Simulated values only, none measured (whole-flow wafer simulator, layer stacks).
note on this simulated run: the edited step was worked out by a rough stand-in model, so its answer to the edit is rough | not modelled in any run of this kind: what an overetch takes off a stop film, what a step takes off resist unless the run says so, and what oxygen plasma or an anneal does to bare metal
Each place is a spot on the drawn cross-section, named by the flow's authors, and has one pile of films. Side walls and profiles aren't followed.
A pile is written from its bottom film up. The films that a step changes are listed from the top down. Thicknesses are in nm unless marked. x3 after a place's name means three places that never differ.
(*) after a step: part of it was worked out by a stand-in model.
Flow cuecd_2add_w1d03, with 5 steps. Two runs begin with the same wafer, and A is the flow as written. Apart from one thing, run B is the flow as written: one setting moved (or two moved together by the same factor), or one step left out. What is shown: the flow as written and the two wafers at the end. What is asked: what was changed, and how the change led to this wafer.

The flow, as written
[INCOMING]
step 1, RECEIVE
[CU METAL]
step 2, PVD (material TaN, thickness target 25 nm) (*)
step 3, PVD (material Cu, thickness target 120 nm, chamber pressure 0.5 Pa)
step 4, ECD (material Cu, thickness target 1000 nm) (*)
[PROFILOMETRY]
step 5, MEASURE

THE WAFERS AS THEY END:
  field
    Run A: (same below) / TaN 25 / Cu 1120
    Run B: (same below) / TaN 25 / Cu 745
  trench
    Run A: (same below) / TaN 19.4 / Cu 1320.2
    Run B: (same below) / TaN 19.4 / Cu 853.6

What caused this: step 4, ECD: thickness target 625 nm was run, while the flow as written has thickness target 1000 nm.

Step by step, how the change led to this:
  step 4, ECD (material Cu, thickness target 1000 nm) (*)
      field: A +1000 Cu | B +625 Cu
      trench: A +1226.8 Cu | B +760.2 Cu
